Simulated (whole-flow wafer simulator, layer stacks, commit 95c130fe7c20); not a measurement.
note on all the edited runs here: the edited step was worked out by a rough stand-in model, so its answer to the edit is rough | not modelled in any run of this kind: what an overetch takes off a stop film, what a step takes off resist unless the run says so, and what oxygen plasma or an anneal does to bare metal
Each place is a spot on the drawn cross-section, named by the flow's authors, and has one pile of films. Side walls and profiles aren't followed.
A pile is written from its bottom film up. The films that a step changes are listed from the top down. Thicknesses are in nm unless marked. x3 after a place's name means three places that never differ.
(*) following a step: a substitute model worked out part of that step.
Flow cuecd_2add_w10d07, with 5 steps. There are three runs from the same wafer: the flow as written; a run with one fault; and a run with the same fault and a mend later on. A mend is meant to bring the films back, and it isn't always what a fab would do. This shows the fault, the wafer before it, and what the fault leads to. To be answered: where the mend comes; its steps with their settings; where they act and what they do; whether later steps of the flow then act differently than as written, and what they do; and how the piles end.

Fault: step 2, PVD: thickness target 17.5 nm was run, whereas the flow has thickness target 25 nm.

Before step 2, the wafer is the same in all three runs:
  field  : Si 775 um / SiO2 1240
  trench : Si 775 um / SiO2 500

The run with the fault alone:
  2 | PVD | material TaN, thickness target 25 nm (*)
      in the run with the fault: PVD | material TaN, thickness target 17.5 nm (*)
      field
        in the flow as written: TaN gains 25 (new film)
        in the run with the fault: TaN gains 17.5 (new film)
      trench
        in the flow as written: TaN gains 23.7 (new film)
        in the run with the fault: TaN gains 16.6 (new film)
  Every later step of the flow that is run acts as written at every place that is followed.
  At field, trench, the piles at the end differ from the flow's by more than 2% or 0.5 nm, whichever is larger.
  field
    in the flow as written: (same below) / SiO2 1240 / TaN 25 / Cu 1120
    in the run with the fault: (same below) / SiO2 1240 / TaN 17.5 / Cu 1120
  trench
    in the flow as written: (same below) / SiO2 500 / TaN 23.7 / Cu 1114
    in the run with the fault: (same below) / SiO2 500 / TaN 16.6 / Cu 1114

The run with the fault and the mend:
  The mend follows step 2.
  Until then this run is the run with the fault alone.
  2a | PVD | material TaN, thickness target 7.5 nm (*) (a further turn of the flow's step 2, with different settings)
      field
        TaN gains 7.5
      trench
        TaN gains 7.09
  Every later step of the flow that is run acts as written at every place that is followed.
  By the end, the piles equal the flow's at every place that both follow.
